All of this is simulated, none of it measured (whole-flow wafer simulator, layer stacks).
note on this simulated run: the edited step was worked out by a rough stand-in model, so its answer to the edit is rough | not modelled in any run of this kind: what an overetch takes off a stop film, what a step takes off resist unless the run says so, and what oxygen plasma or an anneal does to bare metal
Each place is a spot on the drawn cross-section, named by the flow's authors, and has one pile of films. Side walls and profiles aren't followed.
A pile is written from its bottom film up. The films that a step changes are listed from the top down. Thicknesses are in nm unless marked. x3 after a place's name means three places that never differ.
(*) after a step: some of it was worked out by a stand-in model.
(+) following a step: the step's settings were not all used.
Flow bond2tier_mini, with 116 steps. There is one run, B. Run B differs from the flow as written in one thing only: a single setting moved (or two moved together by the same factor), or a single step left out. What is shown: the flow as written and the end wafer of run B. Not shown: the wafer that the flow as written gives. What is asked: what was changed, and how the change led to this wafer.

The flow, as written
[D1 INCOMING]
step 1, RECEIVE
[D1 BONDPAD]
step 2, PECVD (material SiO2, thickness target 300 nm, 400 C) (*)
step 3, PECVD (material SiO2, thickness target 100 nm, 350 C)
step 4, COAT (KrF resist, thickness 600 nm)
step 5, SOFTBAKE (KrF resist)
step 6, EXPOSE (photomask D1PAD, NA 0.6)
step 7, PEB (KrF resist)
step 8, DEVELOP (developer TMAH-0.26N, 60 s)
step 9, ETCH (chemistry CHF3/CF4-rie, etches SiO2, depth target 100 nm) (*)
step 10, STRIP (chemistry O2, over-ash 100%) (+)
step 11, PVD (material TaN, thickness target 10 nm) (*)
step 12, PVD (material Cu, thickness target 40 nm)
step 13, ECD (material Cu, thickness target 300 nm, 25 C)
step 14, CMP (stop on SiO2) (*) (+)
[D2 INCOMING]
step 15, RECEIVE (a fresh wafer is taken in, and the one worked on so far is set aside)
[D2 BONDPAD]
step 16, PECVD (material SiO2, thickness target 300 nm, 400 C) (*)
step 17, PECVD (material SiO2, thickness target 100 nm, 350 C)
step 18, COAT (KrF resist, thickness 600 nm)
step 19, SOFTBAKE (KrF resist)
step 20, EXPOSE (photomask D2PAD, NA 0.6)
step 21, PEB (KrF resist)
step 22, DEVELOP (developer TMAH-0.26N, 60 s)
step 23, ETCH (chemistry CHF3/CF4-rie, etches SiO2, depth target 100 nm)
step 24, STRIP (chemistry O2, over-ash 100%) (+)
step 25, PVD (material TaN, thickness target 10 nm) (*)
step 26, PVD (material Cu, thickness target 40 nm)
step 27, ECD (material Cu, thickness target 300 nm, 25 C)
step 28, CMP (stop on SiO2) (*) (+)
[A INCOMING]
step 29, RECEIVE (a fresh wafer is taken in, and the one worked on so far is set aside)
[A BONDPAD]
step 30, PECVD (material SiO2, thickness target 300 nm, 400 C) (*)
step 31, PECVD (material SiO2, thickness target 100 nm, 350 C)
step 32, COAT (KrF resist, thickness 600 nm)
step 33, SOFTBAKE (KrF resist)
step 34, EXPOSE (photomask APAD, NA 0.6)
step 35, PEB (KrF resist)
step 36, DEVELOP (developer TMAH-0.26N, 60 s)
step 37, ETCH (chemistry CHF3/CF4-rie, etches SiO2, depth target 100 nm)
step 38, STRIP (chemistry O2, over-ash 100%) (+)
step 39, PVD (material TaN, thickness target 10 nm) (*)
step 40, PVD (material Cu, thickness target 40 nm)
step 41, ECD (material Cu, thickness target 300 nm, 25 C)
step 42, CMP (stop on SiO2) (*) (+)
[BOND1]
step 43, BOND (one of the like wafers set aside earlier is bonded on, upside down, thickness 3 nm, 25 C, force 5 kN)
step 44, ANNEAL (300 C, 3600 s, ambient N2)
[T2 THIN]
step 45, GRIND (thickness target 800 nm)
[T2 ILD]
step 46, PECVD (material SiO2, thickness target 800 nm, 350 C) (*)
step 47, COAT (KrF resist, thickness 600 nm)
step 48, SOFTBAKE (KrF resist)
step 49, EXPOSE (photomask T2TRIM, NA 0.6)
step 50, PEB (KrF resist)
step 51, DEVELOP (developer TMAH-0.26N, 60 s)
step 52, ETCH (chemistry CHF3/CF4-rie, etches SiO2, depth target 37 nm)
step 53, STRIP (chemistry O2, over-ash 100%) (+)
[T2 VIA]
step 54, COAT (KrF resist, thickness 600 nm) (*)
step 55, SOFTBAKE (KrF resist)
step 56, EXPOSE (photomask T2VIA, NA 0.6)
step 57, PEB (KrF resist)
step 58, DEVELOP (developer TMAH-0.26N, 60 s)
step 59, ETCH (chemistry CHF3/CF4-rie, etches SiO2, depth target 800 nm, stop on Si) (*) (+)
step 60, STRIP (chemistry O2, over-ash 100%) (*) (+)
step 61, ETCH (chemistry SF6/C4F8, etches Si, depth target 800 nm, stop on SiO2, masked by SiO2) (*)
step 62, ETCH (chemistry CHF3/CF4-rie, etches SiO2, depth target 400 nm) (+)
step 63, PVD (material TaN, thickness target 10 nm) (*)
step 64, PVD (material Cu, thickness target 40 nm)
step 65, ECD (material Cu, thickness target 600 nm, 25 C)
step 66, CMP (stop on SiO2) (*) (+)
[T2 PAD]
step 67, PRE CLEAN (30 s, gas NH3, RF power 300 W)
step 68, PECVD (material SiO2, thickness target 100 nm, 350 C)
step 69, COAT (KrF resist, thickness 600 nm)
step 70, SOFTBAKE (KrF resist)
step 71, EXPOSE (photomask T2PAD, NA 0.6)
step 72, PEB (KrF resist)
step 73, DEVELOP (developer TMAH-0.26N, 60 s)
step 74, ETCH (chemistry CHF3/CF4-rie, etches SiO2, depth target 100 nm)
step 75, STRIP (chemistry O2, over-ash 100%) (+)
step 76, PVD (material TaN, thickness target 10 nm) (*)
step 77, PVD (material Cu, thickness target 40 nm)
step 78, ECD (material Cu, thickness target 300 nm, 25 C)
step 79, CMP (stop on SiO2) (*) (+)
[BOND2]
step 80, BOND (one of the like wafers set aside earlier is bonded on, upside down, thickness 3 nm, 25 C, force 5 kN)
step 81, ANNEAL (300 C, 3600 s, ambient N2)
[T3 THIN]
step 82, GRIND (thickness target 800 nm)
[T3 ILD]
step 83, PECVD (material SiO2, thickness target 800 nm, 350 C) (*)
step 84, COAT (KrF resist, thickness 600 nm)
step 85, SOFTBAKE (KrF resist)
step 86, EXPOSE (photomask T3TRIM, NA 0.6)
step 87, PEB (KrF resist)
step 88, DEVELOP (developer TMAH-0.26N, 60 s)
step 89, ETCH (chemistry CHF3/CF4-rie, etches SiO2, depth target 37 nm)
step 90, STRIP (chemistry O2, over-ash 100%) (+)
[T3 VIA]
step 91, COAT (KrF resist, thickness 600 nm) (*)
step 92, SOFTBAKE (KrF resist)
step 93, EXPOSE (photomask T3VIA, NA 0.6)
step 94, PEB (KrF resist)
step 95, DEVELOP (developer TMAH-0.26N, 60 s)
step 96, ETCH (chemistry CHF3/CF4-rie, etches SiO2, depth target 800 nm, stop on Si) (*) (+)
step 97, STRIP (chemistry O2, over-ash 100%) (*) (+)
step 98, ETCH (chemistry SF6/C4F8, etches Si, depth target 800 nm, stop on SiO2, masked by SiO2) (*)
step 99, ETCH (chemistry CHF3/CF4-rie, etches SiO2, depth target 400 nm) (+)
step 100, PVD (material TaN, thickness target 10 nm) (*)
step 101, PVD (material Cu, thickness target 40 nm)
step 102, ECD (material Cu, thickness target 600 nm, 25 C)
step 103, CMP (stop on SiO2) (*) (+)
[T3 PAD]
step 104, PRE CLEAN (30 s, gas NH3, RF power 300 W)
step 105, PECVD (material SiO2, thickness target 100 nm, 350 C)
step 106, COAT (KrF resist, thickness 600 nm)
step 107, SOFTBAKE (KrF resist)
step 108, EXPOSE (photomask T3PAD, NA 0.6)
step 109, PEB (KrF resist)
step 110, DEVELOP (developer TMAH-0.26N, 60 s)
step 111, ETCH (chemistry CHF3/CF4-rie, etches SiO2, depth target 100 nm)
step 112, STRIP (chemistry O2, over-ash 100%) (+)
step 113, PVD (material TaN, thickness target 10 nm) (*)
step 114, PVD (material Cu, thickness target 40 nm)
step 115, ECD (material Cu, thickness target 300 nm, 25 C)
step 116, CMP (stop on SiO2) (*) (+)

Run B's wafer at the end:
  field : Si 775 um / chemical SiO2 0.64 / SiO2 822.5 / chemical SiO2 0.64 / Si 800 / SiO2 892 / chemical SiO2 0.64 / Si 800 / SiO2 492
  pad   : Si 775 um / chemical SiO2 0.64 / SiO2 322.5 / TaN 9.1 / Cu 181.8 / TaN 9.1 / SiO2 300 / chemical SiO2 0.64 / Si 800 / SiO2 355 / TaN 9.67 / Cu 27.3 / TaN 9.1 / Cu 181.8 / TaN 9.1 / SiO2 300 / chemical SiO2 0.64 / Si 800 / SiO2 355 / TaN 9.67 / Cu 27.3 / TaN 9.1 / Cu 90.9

The reason: step 30, PECVD: thickness target 322.5 nm was run, whereas the flow has thickness target 300 nm.
The wafer lets one read it off: pad has SiO2 322.5, and step 30 as written asks for 300 nm.

How this came from the change, step by step:
  step 30, PECVD (material SiO2, thickness target 300 nm, 400 C) (*)
      field, pad, via: +322.5 SiO2 (new film) (as written it would have been: +300 SiO2 (new film))
